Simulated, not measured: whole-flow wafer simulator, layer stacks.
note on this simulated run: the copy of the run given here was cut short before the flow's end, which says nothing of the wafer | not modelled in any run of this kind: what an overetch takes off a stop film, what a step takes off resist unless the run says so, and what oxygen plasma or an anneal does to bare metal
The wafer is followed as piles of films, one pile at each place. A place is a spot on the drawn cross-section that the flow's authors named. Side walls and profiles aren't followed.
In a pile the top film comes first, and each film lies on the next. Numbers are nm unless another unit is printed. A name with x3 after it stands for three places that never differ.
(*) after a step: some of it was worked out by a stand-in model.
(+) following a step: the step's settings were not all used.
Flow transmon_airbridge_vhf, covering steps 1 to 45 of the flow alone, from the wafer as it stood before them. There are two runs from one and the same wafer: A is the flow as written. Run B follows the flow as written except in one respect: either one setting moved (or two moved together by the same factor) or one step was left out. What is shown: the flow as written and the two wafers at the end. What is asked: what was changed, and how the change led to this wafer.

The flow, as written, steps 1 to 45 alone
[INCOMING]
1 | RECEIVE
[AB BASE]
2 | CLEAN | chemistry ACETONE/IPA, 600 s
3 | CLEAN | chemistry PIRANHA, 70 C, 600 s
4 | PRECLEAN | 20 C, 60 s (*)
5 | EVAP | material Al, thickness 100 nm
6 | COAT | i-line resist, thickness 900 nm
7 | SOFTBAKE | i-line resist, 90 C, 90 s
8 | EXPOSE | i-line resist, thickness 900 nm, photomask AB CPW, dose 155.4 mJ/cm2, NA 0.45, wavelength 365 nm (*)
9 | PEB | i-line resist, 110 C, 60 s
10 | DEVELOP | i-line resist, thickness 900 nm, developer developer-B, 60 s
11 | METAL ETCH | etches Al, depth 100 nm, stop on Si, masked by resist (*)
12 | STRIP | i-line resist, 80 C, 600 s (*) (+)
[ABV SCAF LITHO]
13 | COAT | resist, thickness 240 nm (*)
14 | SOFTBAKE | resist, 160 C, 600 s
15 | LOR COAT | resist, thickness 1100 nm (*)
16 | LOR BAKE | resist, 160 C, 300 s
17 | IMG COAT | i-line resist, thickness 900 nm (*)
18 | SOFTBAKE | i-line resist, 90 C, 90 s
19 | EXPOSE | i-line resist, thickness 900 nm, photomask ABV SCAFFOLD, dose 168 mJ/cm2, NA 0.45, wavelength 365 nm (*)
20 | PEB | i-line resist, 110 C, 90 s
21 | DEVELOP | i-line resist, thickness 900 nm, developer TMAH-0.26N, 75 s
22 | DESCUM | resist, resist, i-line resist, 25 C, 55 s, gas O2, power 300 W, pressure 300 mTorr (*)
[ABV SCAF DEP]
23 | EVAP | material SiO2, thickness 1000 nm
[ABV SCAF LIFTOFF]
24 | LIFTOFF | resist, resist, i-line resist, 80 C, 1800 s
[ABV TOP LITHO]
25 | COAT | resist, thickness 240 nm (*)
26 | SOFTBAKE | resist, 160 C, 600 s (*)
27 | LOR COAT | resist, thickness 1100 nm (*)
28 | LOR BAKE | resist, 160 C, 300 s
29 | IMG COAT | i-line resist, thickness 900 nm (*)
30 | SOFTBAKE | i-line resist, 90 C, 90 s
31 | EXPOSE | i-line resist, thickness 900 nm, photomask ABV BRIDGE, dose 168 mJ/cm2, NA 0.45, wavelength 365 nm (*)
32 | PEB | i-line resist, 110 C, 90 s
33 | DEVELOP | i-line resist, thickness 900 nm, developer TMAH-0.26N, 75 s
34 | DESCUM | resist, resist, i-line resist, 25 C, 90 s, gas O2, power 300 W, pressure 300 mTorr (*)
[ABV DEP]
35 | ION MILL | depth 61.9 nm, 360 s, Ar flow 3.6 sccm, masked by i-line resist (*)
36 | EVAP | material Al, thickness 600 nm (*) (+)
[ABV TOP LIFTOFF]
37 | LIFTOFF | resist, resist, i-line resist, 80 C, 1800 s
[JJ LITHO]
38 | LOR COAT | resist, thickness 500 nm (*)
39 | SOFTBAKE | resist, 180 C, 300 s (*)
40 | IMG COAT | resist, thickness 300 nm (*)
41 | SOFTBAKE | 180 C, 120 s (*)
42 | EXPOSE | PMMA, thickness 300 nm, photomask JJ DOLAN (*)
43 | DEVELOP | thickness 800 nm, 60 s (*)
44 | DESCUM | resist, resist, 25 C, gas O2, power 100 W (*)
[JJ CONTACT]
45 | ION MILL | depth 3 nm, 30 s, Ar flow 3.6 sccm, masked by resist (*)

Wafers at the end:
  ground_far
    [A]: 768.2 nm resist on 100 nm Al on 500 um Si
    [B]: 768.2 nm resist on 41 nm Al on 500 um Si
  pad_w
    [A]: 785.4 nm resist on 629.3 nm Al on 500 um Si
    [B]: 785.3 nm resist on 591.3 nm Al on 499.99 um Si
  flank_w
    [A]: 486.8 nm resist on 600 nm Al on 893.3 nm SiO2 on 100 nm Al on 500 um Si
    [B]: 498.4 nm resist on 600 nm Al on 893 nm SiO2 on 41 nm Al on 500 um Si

Cause: step 5, EVAP: thickness 41 nm was run, whereas the flow has thickness 100 nm.
One can read it off the wafer: ground_far has Al 41, and step 5 as written asks for 100 nm.

How this came from the change, step by step:
  5 | EVAP | material Al, thickness 100 nm
      field x3, jj_line, ground_far and 12 more: A Al gains 100 (new film) | B Al gains 41 (new film)
  11 | METAL ETCH | etches Al, depth 100 nm, stop on Si, masked by resist (*)
      ground_far, pad_w, flank_w and 8 more: A i-line resist loses 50 | B i-line resist loses 30.8
      field x3, jj_line, gap_w, gap_e: A Al loses 100 (all of it) | B Al loses 41 (all of it)
  12 | STRIP | i-line resist, 80 C, 600 s (*) (+)
      ground_far, pad_w, flank_w and 8 more: A i-line resist loses 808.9 (all of it) | B i-line resist loses 828.2 (all of it)
  13 | COAT | resist, thickness 240 nm (*)
      flank_w, flank_e: A resist gains 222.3 (new film) | B resist gains 232 (new film)
      gap_w, gap_e: A resist gains 251.7 (new film) | B resist gains 245.2 (new film)
  22 | DESCUM | resist, resist, i-line resist, 25 C, 55 s, gas O2, power 300 W, pressure 300 mTorr (*)
      flank_w, flank_e: A resist loses 222.3 (all of it) | B resist loses 232 (all of it)
      gap_w, gap_e: A resist loses 251.7 (all of it) | B resist loses 245.2 (all of it)
  25 | COAT | resist, thickness 240 nm (*)
      flank_w, flank_e: A resist gains 152.6 (new film) | B resist gains 160.1 (new film)
      gap_w, gap_e: A resist gains 210.7 (new film) | B resist gains 204.3 (new film)
  29 | IMG COAT | i-line resist, thickness 900 nm (*)
      gap_w, gap_e: A i-line resist gains 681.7 (new film) | B i-line resist gains 666.3 (new film)
  32 | PEB | i-line resist, 110 C, 90 s
      gap_w, gap_e: A i-line resist loses 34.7 | B i-line resist loses 33.9
  33 | DEVELOP | i-line resist, thickness 900 nm, developer TMAH-0.26N, 75 s
      gap_w, gap_e: A i-line resist loses 646.9 (all of it), resist loses 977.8 | B i-line resist loses 632.3 (all of it), resist loses 961.1
  34 | DESCUM | resist, resist, i-line resist, 25 C, 90 s, gas O2, power 300 W, pressure 300 mTorr (*)
      flank_w, flank_e: A resist loses 152.6 (all of it) | B resist loses 160.1 (all of it)
      gap_w, gap_e: A resist loses 210.7 (all of it) | B resist loses 204.3 (all of it)
  35 | ION MILL | depth 61.9 nm, 360 s, Ar flow 3.6 sccm, masked by i-line resist (*)
      pad_w, pad_e: A Al loses 61.9 | B Al loses 41 (all of it), Si loses 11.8
  36 | EVAP | material Al, thickness 600 nm (*) (+)
      pad_w, pad_e: A Al gains 591.2 | B Al gains 591.3 (new film)
  38 | LOR COAT | resist, thickness 500 nm (*)
      gap_w, gap_e: A resist gains 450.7 (new film) | B resist gains 440.4 (new film)
  40 | IMG COAT | resist, thickness 300 nm (*)
      flank_w, flank_e: A resist gains 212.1 | B resist gains 220.5
      gap_w, gap_e: A resist gains 245.7 | B resist gains 240.3
